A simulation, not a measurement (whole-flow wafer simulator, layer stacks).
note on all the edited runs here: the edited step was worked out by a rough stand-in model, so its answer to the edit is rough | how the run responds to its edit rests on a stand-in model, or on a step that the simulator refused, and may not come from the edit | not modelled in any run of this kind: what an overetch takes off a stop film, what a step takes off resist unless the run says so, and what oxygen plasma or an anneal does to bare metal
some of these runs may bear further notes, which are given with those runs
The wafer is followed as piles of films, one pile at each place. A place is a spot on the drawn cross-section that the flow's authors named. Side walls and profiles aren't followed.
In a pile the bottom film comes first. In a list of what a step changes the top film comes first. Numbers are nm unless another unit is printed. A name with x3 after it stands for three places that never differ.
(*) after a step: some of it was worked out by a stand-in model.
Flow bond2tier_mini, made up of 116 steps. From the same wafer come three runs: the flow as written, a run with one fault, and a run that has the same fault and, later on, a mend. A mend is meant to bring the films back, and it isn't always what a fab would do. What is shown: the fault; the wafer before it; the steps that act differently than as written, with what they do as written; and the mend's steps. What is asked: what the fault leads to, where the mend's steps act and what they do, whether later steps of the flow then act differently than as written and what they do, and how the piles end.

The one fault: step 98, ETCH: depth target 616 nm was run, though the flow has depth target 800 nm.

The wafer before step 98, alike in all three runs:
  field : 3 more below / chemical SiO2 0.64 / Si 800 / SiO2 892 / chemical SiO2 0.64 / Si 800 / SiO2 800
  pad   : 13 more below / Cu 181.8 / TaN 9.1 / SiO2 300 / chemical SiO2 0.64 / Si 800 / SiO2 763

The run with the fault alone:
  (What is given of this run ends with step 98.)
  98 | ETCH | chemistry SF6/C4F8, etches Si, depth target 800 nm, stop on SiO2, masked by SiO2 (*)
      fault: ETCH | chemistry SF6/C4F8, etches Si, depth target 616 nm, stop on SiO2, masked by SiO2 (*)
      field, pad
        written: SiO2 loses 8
        fault: SiO2 loses 6.16
  After step 98 the piles are close to the flow's at the places that both follow, differing by at most 2% or 0.5 nm, whichever is larger.

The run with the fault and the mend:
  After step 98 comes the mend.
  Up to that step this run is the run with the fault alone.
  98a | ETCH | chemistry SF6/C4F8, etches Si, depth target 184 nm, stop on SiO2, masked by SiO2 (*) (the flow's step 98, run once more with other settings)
      field, pad
        SiO2 loses 1.84
  Later steps of the flow that are run all act as written at every place that is followed.
  At every place that both follow, the piles at the end match the flow's.
